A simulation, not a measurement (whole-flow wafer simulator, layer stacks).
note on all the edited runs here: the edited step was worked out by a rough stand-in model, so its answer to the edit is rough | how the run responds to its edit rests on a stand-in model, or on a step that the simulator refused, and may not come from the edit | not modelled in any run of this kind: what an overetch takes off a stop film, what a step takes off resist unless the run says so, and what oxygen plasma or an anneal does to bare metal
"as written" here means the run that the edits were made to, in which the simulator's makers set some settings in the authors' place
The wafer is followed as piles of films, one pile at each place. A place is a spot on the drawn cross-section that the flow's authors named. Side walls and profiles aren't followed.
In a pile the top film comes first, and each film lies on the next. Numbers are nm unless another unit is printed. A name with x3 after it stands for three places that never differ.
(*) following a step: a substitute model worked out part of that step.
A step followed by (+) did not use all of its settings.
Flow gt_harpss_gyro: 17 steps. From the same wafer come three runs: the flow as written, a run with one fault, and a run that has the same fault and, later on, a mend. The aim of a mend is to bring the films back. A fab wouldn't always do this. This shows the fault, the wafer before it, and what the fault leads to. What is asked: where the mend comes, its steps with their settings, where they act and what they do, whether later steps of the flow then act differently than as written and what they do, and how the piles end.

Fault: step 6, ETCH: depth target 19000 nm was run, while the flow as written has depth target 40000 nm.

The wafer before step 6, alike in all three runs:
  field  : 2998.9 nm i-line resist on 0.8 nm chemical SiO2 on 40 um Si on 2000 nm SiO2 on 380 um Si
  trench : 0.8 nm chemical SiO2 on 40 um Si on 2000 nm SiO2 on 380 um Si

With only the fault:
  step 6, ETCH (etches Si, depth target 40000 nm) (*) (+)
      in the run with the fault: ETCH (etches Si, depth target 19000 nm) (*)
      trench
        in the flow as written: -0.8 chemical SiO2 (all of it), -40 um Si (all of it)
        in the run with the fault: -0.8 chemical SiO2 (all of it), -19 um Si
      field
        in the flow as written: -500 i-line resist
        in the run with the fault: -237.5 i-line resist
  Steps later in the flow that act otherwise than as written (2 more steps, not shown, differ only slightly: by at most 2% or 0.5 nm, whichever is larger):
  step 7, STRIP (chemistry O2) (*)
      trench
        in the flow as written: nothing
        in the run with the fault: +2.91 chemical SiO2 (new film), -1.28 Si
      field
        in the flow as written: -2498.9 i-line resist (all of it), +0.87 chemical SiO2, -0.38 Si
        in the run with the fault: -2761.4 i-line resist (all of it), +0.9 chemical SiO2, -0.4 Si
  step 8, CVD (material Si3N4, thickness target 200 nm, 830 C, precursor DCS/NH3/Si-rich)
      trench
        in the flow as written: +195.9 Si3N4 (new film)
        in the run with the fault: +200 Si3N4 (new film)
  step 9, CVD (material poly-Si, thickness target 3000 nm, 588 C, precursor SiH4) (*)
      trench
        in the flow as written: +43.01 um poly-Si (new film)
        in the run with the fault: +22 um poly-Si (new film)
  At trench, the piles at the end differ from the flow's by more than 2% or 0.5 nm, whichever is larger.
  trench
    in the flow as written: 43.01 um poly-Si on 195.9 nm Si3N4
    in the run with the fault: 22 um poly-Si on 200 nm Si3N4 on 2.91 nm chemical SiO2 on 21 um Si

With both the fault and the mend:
  The mend stands after step 6.
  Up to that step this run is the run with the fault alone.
  step 6a, ETCH (etches Si, depth target 21000 nm) (*) (+) (the flow's step 6, run once more with other settings)
      field
        -262.5 i-line resist
      trench
        -21 um Si (all of it)
  Later steps of the flow that are run all act as written at every place that is followed.
  The piles end the same as the flow's at every place that both follow.
